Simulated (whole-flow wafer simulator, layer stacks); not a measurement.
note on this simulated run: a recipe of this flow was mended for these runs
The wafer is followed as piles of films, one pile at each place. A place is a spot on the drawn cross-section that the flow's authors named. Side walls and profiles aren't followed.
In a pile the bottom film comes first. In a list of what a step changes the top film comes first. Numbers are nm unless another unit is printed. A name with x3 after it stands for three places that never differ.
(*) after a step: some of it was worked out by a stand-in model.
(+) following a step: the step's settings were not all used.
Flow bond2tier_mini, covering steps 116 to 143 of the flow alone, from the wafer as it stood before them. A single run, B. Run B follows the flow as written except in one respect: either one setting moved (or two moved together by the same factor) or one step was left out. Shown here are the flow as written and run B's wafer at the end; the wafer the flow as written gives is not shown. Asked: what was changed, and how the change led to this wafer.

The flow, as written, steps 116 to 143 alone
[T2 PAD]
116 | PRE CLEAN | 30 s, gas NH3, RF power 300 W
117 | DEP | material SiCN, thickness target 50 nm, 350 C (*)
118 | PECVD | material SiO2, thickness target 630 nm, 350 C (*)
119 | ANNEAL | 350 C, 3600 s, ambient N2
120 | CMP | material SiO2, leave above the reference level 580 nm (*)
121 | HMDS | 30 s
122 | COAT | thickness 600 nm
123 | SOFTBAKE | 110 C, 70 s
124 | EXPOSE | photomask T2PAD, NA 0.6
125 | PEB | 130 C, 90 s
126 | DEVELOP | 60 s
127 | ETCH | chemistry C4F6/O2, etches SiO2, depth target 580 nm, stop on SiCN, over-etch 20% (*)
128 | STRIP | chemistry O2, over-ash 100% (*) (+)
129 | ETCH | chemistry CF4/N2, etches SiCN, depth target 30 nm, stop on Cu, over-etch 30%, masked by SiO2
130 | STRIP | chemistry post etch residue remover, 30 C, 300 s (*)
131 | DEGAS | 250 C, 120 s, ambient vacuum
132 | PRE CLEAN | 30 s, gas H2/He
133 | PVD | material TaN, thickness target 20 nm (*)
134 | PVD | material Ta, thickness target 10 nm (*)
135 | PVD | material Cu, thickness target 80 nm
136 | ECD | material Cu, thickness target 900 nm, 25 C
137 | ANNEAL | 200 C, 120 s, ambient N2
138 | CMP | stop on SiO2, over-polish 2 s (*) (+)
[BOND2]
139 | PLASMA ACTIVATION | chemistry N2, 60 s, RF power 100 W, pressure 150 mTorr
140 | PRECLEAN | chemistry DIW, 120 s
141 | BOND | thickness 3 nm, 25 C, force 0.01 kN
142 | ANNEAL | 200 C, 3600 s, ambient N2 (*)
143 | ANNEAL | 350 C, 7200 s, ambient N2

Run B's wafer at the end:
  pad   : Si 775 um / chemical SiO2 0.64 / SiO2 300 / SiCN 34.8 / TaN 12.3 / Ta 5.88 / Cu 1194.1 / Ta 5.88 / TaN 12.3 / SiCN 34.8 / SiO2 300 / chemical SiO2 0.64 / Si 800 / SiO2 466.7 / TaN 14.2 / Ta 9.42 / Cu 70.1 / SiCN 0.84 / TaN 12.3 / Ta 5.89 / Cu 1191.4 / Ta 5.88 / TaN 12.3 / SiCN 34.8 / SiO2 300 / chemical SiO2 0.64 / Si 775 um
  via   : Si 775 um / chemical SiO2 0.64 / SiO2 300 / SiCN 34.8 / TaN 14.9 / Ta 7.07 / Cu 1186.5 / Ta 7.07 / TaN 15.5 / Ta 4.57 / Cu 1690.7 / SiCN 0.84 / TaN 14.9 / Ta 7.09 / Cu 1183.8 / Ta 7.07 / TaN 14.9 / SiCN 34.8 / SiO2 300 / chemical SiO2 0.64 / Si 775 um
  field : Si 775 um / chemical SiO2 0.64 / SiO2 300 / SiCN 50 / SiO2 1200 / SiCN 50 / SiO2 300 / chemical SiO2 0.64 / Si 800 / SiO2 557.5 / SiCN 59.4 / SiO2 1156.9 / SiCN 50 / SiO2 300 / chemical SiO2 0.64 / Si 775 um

The reason: step 117, DEP: thickness target 59.4 nm was run, whereas the flow has thickness target 50 nm.
The wafer itself shows it: field has SiCN 59.4, and step 117 as written asks for 50 nm.

The path from the change to this, step by step:
  117 | DEP | material SiCN, thickness target 50 nm, 350 C (*)
      field, pad, via: +59.4 SiCN (new film) (as written it would have been: +50 SiCN (new film))
  129 | ETCH | chemistry CF4/N2, etches SiCN, depth target 30 nm, stop on Cu, over-etch 30%, masked by SiO2
      pad, via: -39 SiCN (as written it would have been: -30.4 SiCN (all of it), -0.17 Cu)
  130 | STRIP | chemistry post etch residue remover, 30 C, 300 s (*)
      pad, via: nothing (as written it would have been: -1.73 Cu)
With metal films that touch counted as one body, pad has 3 bodies (between them, from the top down: SiCN 0.84; SiO2 466.7 / Si 800 / chemical SiO2 0.64 / SiO2 300 / SiCN 34.8); the flow as written gives 2 bodies (between them, from the top down: SiO2 466.7 / Si 800 / chemical SiO2 0.64 / SiO2 300 / SiCN 34.8).
With metal films that touch counted as one body, via has 2 bodies (between them, from the top down: SiCN 0.84); the flow as written gives 1 body.
